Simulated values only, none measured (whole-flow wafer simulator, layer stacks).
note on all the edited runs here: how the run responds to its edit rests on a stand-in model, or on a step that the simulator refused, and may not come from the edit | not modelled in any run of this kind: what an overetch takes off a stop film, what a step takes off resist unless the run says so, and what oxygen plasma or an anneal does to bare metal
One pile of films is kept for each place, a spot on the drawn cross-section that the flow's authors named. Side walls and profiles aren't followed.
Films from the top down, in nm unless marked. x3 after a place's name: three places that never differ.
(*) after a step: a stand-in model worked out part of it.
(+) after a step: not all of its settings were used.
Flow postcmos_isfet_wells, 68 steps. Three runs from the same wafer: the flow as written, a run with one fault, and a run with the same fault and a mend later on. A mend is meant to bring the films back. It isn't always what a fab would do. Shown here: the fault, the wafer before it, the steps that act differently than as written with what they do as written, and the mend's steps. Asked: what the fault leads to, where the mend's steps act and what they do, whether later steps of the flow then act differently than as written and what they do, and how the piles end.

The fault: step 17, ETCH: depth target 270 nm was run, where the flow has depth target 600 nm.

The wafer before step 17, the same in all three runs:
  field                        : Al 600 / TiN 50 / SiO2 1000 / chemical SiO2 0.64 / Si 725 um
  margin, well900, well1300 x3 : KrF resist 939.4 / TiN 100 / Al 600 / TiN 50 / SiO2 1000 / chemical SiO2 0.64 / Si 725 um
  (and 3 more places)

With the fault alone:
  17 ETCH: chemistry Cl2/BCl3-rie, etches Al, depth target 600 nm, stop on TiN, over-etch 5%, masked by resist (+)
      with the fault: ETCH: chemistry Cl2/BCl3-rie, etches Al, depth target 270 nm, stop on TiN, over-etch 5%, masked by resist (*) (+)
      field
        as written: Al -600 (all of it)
        with the fault: Al -270
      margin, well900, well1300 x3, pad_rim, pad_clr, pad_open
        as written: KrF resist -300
        with the fault: KrF resist -135
  Later steps of the flow that act differently than as written:
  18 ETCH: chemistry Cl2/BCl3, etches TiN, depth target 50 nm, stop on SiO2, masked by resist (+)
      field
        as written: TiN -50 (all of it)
        with the fault: Al -50
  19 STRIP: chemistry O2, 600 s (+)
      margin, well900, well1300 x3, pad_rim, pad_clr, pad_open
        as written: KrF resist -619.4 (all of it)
        with the fault: KrF resist -784.4 (all of it)
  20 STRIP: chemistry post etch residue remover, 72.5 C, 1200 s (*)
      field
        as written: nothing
        with the fault: Al -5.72
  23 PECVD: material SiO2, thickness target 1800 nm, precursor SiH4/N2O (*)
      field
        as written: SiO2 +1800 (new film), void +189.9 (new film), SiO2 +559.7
        with the fault: SiO2 +2225.3 (new film)
  At the end the piles differ from the flow's by more than 2% or 0.5 nm, whichever is larger, at field.
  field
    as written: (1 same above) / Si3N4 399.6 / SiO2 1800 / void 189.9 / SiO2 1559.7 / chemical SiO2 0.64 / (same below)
    with the fault: (1 same above) / Si3N4 399.6 / SiO2 2225.3 / Al 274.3 / TiN 50 / SiO2 1000 / chemical SiO2 0.64 / (same below)

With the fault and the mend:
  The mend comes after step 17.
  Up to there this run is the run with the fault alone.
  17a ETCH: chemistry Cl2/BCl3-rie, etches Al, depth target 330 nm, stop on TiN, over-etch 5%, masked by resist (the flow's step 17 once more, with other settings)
      margin, well900, well1300 x3, pad_rim, pad_clr, pad_open
        KrF resist -165
      field
        Al -330 (all of it)
  No later step of the flow acts differently than as written at any place that is followed.
  At the end the piles are the same as the flow's at every place that both follow.
